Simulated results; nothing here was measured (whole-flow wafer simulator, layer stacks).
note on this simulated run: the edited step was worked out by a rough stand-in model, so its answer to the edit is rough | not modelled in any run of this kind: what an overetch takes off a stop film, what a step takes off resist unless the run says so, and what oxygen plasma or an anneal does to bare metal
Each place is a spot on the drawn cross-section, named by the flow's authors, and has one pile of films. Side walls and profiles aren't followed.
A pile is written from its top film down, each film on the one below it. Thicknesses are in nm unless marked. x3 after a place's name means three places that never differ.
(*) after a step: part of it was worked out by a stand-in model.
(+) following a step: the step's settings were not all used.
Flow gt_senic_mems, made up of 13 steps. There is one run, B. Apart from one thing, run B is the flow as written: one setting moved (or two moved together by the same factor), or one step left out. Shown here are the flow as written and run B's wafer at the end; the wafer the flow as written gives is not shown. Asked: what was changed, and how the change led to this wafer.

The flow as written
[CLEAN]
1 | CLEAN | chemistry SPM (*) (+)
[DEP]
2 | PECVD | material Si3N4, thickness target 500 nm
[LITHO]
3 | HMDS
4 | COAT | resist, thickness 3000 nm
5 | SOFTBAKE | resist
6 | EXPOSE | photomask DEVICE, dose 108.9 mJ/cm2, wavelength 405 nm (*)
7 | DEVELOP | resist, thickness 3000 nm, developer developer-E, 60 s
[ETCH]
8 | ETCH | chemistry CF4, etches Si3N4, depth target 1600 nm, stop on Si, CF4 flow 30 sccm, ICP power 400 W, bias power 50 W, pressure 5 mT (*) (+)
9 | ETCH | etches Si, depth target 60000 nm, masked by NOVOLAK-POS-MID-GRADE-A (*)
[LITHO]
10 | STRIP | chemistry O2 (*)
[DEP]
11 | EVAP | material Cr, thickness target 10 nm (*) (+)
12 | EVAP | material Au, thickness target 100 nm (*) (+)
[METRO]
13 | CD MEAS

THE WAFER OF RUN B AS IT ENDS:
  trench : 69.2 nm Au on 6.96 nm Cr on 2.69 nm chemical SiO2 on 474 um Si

Cause: step 9, ETCH: depth target 51000 nm was run, though the flow has depth target 60000 nm.

How this came from the change, step by step:
  9 | ETCH | etches Si, depth target 60000 nm, masked by NOVOLAK-POS-MID-GRADE-A (*)
      field: -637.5 resist (in the flow as written it would be: -750 resist)
      trench: -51 um Si (in the flow as written it would be: -60 um Si)
  10 | STRIP | chemistry O2 (*)
      field: -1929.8 resist (all of it) (in the flow as written it would be: -1817.3 resist (all of it))
  11 | EVAP | material Cr, thickness target 10 nm (*) (+)
      trench: +6.96 Cr (new film) (in the flow as written it would be: +6.45 Cr (new film))
  12 | EVAP | material Au, thickness target 100 nm (*) (+)
      trench: +69.2 Au (new film) (in the flow as written it would be: +64.1 Au (new film))
